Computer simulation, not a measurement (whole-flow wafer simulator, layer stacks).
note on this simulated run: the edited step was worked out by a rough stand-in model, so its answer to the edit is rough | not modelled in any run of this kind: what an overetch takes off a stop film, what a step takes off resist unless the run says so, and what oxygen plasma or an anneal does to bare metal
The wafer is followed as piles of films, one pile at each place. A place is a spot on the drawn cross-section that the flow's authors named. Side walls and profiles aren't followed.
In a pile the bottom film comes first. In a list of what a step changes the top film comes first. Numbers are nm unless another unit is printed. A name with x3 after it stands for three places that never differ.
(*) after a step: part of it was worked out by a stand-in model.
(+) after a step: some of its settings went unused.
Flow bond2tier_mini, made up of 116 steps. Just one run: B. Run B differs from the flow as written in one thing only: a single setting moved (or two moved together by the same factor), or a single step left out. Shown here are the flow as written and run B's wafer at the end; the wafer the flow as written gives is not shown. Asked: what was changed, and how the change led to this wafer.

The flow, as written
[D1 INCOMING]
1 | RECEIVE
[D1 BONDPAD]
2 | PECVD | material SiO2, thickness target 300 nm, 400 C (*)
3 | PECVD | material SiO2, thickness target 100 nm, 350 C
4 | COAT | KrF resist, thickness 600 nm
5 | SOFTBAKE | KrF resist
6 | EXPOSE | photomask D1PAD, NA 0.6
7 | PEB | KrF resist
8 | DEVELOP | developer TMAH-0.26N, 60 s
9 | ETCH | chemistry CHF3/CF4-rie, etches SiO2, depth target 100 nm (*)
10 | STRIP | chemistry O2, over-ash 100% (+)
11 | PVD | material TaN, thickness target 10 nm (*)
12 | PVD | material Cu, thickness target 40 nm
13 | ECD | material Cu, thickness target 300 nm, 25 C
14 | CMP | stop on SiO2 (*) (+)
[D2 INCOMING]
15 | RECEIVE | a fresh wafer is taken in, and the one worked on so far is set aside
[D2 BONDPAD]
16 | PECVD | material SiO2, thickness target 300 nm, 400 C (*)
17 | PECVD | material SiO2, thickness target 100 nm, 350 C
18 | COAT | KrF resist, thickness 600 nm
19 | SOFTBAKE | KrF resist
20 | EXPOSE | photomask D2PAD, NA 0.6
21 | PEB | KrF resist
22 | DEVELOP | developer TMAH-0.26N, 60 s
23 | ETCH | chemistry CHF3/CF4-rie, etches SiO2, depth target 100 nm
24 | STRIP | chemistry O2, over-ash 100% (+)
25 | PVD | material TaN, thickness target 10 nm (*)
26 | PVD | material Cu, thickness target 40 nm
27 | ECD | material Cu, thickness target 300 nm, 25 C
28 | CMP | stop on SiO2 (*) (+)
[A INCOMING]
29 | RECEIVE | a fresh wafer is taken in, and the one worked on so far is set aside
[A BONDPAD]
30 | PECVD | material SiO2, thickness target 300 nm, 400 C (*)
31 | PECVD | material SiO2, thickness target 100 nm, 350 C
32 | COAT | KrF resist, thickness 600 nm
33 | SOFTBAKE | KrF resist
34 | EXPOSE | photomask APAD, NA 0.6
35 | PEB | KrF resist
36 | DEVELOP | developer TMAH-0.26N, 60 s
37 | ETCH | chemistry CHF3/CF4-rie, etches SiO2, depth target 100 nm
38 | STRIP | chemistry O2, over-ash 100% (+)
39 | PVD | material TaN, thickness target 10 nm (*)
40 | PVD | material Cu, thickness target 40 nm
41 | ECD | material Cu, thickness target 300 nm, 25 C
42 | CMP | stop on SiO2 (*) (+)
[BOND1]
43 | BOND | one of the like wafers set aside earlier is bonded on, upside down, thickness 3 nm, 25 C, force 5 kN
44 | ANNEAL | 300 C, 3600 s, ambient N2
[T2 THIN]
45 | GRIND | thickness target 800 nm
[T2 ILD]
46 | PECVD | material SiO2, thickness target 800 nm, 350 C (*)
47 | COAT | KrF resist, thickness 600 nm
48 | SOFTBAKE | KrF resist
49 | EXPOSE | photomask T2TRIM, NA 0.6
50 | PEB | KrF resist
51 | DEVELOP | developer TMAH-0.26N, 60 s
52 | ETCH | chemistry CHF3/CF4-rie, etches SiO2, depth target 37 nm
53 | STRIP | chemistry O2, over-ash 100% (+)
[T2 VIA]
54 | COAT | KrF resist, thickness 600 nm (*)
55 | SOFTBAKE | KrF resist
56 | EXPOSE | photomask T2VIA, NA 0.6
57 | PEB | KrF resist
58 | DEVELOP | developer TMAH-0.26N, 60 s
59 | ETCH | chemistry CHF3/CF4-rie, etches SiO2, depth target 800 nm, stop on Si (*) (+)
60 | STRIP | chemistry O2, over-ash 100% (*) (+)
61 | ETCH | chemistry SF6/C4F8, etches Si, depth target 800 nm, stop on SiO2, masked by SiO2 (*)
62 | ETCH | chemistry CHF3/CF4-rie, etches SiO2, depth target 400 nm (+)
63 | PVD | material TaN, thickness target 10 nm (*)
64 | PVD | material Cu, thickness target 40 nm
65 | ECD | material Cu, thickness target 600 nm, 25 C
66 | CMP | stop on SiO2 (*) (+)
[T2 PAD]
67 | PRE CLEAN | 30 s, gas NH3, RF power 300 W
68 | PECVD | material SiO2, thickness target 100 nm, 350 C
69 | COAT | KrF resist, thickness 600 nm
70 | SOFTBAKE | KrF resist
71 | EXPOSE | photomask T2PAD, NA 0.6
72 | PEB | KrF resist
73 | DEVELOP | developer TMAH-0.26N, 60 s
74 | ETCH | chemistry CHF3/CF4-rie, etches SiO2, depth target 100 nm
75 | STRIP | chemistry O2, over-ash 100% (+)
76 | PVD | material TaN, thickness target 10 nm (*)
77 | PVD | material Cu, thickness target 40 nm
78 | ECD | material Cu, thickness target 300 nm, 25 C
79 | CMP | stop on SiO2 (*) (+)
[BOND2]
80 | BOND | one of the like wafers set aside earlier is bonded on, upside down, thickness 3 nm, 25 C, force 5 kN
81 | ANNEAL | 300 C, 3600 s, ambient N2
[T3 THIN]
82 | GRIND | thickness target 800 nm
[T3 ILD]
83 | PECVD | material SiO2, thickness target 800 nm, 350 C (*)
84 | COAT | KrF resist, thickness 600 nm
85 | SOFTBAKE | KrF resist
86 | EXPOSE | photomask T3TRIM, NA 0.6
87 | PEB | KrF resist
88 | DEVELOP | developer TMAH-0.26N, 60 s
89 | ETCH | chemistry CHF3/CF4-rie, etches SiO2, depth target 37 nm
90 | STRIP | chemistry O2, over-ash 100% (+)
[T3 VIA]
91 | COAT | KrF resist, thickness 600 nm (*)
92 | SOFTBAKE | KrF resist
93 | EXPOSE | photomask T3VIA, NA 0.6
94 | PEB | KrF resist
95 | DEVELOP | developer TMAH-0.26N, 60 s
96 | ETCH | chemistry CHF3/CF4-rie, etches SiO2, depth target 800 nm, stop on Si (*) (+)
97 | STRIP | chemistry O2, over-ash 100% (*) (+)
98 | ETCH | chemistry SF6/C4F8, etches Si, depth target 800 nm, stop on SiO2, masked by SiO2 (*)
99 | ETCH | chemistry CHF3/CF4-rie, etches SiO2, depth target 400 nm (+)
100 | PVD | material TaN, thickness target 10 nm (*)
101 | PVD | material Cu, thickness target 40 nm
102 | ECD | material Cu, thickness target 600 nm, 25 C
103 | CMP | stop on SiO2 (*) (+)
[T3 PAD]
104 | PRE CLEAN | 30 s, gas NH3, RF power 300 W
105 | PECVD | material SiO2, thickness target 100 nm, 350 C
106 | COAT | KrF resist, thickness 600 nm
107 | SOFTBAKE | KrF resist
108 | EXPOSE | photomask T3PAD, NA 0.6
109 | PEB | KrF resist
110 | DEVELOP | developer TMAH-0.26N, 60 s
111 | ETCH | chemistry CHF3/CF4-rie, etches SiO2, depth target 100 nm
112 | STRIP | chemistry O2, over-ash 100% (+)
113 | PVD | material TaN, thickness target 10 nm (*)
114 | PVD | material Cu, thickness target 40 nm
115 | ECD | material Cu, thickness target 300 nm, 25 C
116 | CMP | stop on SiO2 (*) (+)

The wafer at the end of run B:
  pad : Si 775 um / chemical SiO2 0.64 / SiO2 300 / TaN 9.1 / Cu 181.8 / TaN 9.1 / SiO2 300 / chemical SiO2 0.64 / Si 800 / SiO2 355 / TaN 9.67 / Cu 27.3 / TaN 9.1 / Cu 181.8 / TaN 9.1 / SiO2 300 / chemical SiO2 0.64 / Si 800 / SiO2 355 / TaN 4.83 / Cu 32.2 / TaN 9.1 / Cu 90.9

What caused this: step 100, PVD: thickness target 5 nm was run, whereas the flow has thickness target 10 nm.

How this came from the change, step by step:
  100 | PVD | material TaN, thickness target 10 nm (*)
      field: +5 TaN (new film) (as written it would have been: +10 TaN (new film))
      pad: +4.83 TaN (new film) (as written it would have been: +9.67 TaN (new film))
  103 | CMP | stop on SiO2 (*) (+)
      field: -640 Cu (all of it), -5 TaN (all of it) (as written it would have been: -640 Cu (all of it), -10 TaN (all of it))
